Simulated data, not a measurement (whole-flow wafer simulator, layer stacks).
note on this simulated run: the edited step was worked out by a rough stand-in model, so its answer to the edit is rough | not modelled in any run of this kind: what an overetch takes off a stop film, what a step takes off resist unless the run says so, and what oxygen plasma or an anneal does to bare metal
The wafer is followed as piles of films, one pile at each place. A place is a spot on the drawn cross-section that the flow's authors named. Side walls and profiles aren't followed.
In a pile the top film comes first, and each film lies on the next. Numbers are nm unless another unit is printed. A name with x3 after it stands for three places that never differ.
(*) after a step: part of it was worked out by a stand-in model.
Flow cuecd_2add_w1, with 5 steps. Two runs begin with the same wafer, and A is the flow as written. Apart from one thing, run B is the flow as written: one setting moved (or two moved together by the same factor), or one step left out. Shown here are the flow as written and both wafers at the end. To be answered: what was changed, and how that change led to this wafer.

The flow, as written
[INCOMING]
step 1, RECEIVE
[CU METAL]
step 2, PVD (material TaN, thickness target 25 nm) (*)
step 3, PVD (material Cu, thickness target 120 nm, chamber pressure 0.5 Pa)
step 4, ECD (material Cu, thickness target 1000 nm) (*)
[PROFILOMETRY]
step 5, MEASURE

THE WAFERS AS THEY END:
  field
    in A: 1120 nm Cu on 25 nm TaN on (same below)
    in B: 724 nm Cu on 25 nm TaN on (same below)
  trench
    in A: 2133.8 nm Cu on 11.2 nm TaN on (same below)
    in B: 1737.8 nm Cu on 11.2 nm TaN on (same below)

Cause: step 4, ECD: thickness target 604 nm was run, whereas the flow has thickness target 1000 nm.

How this came from the change, step by step:
  step 4, ECD (material Cu, thickness target 1000 nm) (*)
      field: A Cu gains 1000 | B Cu gains 604
      trench: A Cu gains 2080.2 | B Cu gains 1684.2
